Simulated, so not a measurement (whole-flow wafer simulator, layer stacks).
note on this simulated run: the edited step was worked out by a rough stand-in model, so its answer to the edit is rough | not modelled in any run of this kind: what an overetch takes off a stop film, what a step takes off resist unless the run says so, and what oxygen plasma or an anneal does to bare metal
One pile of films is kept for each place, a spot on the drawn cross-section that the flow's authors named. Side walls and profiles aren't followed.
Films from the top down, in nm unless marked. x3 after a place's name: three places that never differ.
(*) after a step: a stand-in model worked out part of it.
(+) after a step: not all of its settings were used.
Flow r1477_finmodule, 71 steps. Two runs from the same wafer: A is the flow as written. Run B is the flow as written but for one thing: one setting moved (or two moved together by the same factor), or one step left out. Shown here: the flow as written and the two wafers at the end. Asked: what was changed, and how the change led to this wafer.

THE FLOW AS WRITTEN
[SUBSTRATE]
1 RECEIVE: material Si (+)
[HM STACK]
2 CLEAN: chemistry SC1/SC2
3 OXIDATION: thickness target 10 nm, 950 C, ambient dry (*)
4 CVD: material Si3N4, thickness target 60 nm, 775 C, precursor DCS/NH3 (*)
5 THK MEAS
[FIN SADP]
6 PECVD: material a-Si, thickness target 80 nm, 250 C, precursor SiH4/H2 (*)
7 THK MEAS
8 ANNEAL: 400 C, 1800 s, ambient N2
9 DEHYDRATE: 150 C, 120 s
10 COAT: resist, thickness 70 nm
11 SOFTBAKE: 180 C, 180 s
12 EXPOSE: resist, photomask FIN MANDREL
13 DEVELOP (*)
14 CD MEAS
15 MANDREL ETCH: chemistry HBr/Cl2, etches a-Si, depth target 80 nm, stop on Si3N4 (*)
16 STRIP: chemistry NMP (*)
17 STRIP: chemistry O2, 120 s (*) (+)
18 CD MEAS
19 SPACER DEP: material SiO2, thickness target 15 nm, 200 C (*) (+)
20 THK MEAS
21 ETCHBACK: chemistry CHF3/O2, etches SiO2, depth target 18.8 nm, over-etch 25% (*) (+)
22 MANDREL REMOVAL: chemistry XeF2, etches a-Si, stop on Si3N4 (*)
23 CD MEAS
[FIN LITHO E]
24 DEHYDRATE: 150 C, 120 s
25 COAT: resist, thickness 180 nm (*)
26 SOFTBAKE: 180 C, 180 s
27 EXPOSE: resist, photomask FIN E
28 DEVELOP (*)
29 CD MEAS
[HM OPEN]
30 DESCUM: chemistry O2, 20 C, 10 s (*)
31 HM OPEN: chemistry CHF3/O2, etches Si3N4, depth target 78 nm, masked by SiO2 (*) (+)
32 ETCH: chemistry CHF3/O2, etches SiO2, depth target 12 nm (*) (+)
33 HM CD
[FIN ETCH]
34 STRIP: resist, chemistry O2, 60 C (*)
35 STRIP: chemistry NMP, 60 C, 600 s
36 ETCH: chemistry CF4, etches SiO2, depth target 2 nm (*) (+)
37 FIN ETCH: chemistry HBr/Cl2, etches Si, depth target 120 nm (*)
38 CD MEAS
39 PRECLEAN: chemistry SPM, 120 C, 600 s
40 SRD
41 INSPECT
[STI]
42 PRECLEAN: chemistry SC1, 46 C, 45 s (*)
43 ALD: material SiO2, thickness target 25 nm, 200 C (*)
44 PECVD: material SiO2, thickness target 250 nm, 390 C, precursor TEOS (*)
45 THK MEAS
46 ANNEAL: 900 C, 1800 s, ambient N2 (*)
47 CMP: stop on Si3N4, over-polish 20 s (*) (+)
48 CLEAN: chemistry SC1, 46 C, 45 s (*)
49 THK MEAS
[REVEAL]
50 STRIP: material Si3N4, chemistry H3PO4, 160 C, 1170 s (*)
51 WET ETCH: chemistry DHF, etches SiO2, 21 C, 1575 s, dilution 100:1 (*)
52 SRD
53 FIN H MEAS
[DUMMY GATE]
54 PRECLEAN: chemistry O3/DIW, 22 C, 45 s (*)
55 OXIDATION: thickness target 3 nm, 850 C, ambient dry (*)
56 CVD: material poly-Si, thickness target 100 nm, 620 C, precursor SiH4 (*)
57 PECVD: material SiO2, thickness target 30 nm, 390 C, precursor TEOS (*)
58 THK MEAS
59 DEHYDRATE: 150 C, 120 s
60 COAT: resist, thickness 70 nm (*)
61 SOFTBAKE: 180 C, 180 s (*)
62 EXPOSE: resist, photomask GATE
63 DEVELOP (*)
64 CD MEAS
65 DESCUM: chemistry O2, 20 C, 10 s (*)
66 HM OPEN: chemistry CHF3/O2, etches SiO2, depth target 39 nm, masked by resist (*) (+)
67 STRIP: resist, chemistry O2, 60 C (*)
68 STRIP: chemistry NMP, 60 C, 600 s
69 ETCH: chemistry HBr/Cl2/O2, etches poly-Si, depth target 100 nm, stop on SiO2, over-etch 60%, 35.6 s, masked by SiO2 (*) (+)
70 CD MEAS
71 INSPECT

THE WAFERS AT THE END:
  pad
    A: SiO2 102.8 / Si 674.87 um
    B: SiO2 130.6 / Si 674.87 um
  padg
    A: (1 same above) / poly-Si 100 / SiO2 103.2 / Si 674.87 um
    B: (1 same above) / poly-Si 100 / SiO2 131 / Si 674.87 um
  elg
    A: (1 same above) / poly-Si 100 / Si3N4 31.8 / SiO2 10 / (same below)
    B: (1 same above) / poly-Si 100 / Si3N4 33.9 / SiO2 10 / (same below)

The cause: step 51, WET ETCH: 1063 s was run, where the flow has 1575 s.

How the change led to this, step by step:
  51 WET ETCH: chemistry DHF, etches SiO2, 21 C, 1575 s, dilution 100:1 (*)
      pad, padg, e40sg and 12 more: A SiO2 -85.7 | B SiO2 -57.8
      elg, e40lg, e100lg, e200lg, elo, e40lo, e100lo, e200lo: A SiO2 -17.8 (all of it), Si3N4 -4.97 | B SiO2 -17.8 (all of it), Si3N4 -2.88
      (and at 7 more places)
  56 CVD: material poly-Si, thickness target 100 nm, 620 C, precursor SiH4 (*)
      s40sg_line, s45sg_line, s50sg_line, s40so_line, s45so_line, s50so_line: A poly-Si +100 (new film) | B poly-Si +105 (new film)
      s40cg, s40co: A poly-Si +113.9 (new film) | B poly-Si +100 (new film)
      (and at 5 more places)
  60 COAT: resist, thickness 70 nm (*)
      e40sg, eso, e40so: A resist +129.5 (new film) | B resist +105 (new film)
      e100sg, e100so: A resist +129.4 (new film) | B resist +105 (new film)
      (and at 20 more places)
  63 DEVELOP (*)
      eso, e40so: A resist -129.5 (all of it) | B resist -105 (all of it)
      e100so: A resist -129.4 (all of it) | B resist -105 (all of it)
      (and at 10 more places)
  67 STRIP: resist, chemistry O2, 60 C (*)
      e40lg, e100lg: A resist -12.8 (all of it) | B resist -14 (all of it)
      e40sg: A resist -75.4 (all of it) | B resist -50.9 (all of it)
      (and at 12 more places)
  69 ETCH: chemistry HBr/Cl2/O2, etches poly-Si, depth target 100 nm, stop on SiO2, over-etch 60%, 35.6 s, masked by SiO2 (*) (+)
      s40so_line, s45so_line, s50so_line: A chemical SiO2 -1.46 (all of it), poly-Si -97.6 (all of it), SiO2 -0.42 | B chemical SiO2 -1.32 (all of it), poly-Si -102.6 (all of it), SiO2 -0.29
      s40co: A chemical SiO2 -1.46 (all of it), poly-Si -111.5 (all of it), SiO2 -0.24 | B chemical SiO2 -1.32 (all of it), poly-Si -97.6 (all of it), SiO2 -0.42
      (and at 2 more places)
